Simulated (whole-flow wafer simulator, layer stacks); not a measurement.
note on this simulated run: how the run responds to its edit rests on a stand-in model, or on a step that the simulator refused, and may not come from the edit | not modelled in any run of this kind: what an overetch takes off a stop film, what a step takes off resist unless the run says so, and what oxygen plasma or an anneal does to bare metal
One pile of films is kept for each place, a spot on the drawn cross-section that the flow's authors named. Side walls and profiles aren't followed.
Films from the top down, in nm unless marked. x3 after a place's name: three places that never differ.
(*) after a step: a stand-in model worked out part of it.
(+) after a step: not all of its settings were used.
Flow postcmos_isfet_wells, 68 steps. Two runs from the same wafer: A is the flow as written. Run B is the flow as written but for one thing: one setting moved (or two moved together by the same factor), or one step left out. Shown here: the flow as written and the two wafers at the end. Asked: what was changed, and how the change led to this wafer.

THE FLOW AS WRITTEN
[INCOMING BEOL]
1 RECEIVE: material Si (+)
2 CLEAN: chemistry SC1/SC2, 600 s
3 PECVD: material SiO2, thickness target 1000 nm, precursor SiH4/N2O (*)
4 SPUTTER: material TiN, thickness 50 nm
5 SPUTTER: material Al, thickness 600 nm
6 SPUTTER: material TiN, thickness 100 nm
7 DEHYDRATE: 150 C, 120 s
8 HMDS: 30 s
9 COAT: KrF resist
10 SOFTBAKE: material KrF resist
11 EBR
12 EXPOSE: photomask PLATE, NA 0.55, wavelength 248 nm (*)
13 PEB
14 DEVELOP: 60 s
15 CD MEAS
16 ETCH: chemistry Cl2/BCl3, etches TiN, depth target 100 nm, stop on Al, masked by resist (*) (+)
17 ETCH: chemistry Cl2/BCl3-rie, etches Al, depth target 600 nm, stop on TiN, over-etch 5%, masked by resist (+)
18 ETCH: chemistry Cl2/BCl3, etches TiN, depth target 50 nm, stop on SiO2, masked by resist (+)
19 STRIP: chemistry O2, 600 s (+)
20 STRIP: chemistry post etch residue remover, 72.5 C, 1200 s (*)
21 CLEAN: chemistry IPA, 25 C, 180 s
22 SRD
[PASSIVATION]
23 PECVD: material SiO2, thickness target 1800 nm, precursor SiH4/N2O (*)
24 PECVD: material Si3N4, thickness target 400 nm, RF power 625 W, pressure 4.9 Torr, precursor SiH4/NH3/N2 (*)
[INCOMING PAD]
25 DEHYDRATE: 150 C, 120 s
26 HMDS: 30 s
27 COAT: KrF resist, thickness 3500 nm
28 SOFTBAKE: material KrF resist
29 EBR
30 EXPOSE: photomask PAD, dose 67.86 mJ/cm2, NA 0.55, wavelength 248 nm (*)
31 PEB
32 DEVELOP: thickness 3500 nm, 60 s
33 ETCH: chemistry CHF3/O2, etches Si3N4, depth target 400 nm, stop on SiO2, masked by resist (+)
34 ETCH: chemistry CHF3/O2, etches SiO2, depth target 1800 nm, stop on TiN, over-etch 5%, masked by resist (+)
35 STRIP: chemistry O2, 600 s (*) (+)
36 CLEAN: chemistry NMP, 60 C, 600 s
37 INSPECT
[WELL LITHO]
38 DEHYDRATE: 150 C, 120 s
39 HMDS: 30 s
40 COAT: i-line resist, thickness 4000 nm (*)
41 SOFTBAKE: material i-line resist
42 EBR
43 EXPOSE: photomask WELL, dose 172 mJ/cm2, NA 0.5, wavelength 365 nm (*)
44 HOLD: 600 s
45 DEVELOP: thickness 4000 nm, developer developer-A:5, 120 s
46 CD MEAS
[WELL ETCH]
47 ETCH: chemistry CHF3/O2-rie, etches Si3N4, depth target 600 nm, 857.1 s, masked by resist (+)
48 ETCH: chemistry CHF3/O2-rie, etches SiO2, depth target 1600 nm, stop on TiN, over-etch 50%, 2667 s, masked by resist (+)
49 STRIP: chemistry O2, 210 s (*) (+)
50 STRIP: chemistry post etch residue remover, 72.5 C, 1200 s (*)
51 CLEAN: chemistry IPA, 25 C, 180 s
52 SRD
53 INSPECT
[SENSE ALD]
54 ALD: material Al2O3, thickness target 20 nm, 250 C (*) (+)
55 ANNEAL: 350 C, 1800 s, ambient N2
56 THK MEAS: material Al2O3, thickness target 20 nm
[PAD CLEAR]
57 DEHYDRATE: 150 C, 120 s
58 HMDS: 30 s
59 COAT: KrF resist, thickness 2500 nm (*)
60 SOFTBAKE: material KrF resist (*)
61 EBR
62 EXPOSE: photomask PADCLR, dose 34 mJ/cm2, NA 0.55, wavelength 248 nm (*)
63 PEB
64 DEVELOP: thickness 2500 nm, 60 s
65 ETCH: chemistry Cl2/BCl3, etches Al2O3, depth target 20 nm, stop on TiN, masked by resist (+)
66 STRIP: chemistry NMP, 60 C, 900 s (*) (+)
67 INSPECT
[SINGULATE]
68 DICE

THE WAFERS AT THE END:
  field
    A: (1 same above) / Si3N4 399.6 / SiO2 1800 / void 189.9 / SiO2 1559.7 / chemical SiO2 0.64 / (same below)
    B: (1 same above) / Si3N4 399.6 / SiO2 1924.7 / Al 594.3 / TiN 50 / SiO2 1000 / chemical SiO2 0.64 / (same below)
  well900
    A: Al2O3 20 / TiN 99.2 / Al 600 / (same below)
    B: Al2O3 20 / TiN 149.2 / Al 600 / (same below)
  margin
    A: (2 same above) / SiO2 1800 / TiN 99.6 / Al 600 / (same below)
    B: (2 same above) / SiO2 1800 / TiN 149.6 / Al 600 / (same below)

The cause: step 6, SPUTTER: thickness 150 nm was run, where the flow has thickness 100 nm; step 17, ETCH: depth target 900 nm was run, where the flow has depth target 600 nm.

How the change led to this, step by step:
  6 SPUTTER: material TiN, thickness 100 nm
      field, margin, well900 and 6 more: A TiN +100 (new film) | B TiN +150 (new film)
  16 ETCH: chemistry Cl2/BCl3, etches TiN, depth target 100 nm, stop on Al, masked by resist (*) (+)
      field: A TiN -100 (all of it) | B TiN -100
  17 ETCH: chemistry Cl2/BCl3-rie, etches Al, depth target 600 nm, stop on TiN, over-etch 5%, masked by resist (+)
      field: A Al -600 (all of it) | B nothing
      margin, well900, well1300, well2000, well3000, pad_rim, pad_clr, pad_open: A KrF resist -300 | B KrF resist -450
  19 STRIP: chemistry O2, 600 s (+)
      margin, well900, well1300, well2000, well3000, pad_rim, pad_clr, pad_open: A KrF resist -626.3 (all of it) | B KrF resist -476.3 (all of it)
  20 STRIP: chemistry post etch residue remover, 72.5 C, 1200 s (*)
      field: A nothing | B Al -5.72
  23 PECVD: material SiO2, thickness target 1800 nm, precursor SiH4/N2O (*)
      field: A SiO2 +1800 (new film), void +189.9 (new film), SiO2 +559.7 | B SiO2 +1924.7 (new film)
Counting metal films that touch as one body, field has 1 body; the flow as written gives 0 bodies.
